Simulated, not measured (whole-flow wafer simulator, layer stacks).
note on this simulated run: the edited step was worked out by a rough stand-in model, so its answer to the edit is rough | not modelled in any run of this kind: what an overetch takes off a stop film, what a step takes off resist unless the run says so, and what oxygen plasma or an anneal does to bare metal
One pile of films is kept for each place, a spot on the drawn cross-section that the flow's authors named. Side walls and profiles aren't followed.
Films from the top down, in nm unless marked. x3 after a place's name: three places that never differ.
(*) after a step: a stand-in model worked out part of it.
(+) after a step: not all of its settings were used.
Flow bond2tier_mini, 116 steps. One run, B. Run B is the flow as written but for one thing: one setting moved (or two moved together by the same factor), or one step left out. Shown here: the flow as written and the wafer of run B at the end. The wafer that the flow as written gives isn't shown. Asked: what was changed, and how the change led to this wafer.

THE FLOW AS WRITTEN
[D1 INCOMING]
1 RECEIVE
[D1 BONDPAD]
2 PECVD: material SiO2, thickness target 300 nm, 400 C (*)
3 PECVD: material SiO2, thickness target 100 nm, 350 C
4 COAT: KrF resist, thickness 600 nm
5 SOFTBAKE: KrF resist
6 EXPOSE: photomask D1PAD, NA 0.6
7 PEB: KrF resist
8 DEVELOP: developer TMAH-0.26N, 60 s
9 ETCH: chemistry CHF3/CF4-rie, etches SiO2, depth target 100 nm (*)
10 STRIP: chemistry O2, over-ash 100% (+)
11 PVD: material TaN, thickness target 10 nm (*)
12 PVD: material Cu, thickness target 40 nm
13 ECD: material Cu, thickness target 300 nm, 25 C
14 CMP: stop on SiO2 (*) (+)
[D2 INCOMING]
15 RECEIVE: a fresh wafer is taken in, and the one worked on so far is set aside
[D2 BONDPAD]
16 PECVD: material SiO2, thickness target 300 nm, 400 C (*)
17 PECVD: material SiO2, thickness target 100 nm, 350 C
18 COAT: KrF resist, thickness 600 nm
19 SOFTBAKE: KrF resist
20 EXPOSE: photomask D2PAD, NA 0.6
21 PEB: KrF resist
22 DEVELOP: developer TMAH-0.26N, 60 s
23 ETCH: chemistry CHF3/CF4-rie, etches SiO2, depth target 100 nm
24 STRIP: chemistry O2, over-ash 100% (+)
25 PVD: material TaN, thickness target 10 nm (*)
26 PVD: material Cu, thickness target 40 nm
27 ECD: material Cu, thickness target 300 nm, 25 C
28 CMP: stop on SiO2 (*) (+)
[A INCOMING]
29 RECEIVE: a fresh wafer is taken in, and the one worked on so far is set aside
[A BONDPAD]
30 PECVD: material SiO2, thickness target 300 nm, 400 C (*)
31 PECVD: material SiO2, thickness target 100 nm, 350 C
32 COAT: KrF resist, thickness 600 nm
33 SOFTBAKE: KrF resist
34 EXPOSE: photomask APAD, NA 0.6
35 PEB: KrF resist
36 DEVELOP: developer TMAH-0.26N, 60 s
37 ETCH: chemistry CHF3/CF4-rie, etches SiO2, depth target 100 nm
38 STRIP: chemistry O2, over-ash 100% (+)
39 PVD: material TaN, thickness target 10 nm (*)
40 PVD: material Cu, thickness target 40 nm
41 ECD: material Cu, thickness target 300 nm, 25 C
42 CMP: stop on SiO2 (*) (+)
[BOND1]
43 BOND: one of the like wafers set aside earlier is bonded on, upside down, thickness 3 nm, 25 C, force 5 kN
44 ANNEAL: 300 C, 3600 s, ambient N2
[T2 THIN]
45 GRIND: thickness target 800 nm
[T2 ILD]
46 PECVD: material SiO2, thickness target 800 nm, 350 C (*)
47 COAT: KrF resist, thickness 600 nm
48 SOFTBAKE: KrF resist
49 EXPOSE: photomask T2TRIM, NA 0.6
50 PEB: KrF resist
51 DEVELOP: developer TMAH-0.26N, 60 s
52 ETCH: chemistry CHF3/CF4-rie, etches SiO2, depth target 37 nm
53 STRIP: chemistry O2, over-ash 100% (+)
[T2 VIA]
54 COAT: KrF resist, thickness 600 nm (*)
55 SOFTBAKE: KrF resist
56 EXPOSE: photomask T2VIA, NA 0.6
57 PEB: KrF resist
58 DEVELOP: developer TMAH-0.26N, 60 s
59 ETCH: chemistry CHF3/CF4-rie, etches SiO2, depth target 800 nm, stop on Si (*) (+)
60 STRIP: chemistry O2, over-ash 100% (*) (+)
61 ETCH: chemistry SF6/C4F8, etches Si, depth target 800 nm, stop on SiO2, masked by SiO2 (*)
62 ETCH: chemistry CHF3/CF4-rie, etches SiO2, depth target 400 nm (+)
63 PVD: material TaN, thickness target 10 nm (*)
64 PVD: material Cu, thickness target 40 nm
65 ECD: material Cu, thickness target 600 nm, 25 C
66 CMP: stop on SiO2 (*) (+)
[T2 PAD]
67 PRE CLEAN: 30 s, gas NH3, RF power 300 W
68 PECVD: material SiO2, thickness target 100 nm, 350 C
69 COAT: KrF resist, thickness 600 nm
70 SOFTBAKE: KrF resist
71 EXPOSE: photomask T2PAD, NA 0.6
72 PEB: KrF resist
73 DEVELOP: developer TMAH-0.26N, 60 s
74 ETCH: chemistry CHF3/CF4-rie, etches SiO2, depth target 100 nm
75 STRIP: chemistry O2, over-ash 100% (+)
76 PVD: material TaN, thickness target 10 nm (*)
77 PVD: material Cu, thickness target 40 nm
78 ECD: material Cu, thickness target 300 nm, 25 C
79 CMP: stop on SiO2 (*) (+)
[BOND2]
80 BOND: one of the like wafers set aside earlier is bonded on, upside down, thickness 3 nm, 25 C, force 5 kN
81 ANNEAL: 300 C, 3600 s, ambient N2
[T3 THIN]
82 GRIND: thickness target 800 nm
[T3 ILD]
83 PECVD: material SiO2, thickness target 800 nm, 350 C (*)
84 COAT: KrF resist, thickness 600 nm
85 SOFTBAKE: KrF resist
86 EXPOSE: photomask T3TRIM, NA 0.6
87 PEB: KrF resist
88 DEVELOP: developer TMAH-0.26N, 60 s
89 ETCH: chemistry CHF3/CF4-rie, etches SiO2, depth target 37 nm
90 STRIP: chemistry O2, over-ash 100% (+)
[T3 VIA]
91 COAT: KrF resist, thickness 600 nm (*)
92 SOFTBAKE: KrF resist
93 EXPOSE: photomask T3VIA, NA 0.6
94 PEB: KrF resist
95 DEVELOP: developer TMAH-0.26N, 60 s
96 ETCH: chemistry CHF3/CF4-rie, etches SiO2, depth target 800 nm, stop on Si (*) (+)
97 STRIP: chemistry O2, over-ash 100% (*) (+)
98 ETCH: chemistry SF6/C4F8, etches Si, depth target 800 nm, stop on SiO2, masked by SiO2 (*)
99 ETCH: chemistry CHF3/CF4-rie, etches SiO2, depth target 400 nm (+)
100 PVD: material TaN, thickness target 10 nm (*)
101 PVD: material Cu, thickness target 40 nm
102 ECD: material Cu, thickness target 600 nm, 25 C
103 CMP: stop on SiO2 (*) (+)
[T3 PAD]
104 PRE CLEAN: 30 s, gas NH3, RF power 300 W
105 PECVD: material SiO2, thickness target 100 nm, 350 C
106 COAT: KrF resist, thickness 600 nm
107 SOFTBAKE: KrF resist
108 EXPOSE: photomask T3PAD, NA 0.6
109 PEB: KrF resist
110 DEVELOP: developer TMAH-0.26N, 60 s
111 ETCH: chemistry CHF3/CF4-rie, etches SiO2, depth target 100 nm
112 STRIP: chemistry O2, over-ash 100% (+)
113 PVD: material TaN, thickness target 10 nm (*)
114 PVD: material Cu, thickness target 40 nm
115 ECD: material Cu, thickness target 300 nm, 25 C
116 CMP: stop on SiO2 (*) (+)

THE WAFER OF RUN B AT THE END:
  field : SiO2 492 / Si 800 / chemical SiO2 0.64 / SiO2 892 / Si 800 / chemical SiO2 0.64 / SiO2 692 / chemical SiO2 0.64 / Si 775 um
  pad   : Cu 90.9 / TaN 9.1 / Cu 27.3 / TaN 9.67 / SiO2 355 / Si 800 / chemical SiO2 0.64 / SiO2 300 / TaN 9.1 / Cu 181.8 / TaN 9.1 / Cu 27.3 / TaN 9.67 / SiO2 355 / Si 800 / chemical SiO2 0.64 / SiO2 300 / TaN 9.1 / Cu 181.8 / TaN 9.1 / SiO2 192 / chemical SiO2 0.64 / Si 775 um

The cause: step 30, PECVD: thickness target 192 nm was run, where the flow has thickness target 300 nm.
It can be read off the wafer: pad has SiO2 192, and step 30 as written asks for 300 nm.

How the change led to this, step by step:
  30 PECVD: material SiO2, thickness target 300 nm, 400 C (*)
      field, pad, via: SiO2 +192 (new film) (as written it would be: SiO2 +300 (new film))
